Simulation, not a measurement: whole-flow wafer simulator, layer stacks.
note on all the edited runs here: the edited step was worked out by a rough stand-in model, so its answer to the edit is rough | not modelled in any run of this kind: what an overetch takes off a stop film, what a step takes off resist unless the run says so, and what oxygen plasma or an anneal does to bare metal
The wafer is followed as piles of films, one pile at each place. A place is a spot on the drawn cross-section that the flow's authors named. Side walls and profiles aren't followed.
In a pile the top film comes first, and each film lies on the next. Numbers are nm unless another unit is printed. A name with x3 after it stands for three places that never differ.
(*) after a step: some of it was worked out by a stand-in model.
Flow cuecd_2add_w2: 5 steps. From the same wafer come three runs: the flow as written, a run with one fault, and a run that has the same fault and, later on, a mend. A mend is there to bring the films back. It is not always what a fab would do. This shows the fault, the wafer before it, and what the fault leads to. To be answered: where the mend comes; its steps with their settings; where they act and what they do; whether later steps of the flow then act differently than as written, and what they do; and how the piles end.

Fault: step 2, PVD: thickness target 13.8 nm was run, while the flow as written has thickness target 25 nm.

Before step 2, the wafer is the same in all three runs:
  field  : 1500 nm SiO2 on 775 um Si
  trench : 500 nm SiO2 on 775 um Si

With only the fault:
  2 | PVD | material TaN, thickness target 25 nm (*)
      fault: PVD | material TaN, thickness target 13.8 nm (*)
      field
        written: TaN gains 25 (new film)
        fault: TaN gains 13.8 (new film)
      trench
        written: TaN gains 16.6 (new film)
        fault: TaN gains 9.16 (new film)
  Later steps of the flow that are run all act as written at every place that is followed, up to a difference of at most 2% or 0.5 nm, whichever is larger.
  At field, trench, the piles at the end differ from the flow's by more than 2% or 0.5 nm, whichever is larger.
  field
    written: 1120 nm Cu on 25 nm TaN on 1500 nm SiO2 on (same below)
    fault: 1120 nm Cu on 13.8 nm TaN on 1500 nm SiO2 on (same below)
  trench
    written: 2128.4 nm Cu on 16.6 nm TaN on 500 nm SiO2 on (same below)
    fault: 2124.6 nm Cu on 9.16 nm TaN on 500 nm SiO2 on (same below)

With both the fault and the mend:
  The mend follows step 2.
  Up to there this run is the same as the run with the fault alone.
  2a | PVD | material TaN, thickness target 11.2 nm (*) (a further turn of the flow's step 2, with different settings)
      field
        TaN gains 11.2
      trench
        TaN gains 7.4
  Later steps of the flow that are run all act as written at every place that is followed.
  The piles end the same as the flow's at every place that both follow.
